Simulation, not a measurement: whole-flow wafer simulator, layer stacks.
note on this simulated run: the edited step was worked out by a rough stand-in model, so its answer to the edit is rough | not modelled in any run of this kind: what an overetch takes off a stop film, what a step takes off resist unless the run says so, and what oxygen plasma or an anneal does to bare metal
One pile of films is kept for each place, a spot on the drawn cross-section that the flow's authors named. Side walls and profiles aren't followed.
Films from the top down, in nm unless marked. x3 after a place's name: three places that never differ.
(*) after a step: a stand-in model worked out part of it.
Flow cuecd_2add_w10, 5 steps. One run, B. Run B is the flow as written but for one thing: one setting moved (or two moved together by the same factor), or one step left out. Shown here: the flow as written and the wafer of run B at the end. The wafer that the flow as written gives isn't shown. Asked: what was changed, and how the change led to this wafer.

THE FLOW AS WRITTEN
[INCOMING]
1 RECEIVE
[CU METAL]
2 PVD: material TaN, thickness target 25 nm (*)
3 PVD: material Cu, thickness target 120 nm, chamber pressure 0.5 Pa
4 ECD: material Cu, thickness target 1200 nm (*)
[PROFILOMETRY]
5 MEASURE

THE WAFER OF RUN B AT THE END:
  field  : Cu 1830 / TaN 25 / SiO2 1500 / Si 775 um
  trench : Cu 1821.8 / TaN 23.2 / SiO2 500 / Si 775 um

The cause: step 4, ECD: thickness target 1710 nm was run, where the flow has thickness target 1200 nm.

How the change led to this, step by step:
  4 ECD: material Cu, thickness target 1200 nm (*)
      field, trench: Cu +1710 (as written it would be: Cu +1200)
